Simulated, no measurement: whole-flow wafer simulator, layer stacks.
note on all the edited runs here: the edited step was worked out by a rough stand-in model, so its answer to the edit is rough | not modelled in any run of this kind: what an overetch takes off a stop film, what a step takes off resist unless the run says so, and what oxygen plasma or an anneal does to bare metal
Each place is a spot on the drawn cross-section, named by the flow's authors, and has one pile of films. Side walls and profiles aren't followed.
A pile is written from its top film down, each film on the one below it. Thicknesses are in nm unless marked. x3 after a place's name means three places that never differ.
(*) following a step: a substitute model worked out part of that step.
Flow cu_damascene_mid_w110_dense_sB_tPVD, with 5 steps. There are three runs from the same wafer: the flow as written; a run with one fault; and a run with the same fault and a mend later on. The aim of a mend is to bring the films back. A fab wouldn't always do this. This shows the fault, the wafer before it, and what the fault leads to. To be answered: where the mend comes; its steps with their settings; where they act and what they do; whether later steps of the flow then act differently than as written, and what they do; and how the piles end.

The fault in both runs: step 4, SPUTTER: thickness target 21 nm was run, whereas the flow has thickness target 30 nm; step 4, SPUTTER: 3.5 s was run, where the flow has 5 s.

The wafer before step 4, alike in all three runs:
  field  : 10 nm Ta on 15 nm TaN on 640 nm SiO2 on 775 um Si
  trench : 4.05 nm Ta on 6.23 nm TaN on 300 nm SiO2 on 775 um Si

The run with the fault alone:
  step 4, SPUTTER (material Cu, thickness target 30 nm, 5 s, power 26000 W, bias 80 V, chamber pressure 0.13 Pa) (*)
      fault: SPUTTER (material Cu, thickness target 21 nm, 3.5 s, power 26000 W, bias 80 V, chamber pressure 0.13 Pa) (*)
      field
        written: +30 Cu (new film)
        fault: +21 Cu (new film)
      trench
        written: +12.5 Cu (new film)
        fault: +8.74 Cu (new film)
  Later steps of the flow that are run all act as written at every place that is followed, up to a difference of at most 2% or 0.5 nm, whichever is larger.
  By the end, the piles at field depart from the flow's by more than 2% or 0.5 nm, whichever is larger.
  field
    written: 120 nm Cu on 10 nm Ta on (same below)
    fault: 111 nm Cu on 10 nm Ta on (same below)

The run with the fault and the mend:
  The mend follows step 4.
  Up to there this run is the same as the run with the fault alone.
  step 4a, SPUTTER (material Cu, thickness target 9 nm, 1.5 s, power 26000 W, bias 80 V, chamber pressure 0.13 Pa) (*) (a further turn of the flow's step 4, with different settings)
      field
        +9 Cu
      trench
        +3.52 Cu
  Later steps of the flow that are run all act as written at every place that is followed, up to a difference of at most 2% or 0.5 nm, whichever is larger.
  At every place that both follow, the piles at the end match the flow's.
